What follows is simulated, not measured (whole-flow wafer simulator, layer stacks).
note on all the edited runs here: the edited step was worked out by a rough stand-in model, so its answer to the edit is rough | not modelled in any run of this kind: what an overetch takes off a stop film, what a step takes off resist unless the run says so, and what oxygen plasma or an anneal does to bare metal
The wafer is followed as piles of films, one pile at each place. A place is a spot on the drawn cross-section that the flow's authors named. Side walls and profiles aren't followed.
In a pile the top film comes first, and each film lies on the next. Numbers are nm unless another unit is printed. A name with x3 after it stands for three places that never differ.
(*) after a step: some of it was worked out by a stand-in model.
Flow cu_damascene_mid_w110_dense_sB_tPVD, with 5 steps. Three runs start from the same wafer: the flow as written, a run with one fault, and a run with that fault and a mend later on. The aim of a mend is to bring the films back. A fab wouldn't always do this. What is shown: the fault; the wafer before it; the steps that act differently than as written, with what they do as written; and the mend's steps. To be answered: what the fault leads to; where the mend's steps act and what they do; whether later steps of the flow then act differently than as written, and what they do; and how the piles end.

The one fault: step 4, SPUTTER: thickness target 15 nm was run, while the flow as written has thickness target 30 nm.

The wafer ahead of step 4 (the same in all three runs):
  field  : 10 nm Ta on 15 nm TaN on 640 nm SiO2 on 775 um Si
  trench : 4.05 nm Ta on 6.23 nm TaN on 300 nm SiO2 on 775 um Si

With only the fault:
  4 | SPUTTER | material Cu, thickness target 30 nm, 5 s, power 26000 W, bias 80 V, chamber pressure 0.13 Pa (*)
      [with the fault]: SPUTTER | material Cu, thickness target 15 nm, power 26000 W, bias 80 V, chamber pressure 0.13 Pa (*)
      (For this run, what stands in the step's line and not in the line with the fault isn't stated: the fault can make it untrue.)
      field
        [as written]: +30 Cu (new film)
        [with the fault]: +15 Cu (new film)
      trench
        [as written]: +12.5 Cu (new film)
        [with the fault]: +6.24 Cu (new film)
  Later steps of the flow that are run all act as written at every place that is followed, up to a difference of at most 2% or 0.5 nm, whichever is larger.
  By the end, the piles at field, trench depart from the flow's by more than 2% or 0.5 nm, whichever is larger.
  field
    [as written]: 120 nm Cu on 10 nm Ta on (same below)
    [with the fault]: 105 nm Cu on 10 nm Ta on (same below)
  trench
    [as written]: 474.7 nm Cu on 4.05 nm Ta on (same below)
    [with the fault]: 459.7 nm Cu on 4.05 nm Ta on (same below)

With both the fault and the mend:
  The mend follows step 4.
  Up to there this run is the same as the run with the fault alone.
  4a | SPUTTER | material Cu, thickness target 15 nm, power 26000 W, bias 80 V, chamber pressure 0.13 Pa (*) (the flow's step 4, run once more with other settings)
      field
        +15 Cu
      trench
        +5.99 Cu
  Later steps of the flow that are run all act as written at every place that is followed, up to a difference of at most 2% or 0.5 nm, whichever is larger.
  The piles end the same as the flow's at every place that both follow.
